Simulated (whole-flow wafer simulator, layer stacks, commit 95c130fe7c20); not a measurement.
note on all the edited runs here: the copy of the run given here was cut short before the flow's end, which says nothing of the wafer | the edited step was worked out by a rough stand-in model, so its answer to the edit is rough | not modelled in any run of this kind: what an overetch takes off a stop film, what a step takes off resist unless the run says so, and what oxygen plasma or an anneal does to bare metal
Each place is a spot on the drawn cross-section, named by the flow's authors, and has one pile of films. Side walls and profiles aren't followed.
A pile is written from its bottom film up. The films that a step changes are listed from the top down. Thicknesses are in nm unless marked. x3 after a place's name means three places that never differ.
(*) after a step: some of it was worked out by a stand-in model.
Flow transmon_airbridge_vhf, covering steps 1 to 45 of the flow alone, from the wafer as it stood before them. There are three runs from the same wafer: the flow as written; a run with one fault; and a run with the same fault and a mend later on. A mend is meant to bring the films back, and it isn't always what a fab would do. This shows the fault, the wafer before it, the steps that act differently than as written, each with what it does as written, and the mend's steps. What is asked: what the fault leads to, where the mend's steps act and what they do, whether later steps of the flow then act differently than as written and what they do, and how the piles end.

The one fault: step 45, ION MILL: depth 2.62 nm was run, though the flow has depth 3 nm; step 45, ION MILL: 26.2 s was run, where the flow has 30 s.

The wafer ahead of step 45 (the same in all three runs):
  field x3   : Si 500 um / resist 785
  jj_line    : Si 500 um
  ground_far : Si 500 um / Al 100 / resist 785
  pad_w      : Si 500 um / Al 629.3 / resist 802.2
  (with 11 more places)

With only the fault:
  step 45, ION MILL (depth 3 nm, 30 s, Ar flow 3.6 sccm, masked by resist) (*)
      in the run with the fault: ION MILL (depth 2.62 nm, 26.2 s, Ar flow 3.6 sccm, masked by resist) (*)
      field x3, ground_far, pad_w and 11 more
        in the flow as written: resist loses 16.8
        in the run with the fault: resist loses 14.7
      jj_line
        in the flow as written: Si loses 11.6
        in the run with the fault: Si loses 10.2
  Every later step of the flow that is run acts as written at every place that is followed.
  When the end is reached, the piles differ only a little from the flow's at the places that both follow, at most by 2% or 0.5 nm, whichever is larger.

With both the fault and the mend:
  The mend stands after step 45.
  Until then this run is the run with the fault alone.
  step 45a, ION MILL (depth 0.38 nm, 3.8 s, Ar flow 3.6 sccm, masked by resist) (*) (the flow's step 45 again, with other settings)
      field x3, ground_far, pad_w and 11 more
        resist loses 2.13
      jj_line
        Si loses 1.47
  Every later step of the flow that is run acts as written at every place that is followed.
  The piles end the same as the flow's at every place that both follow.
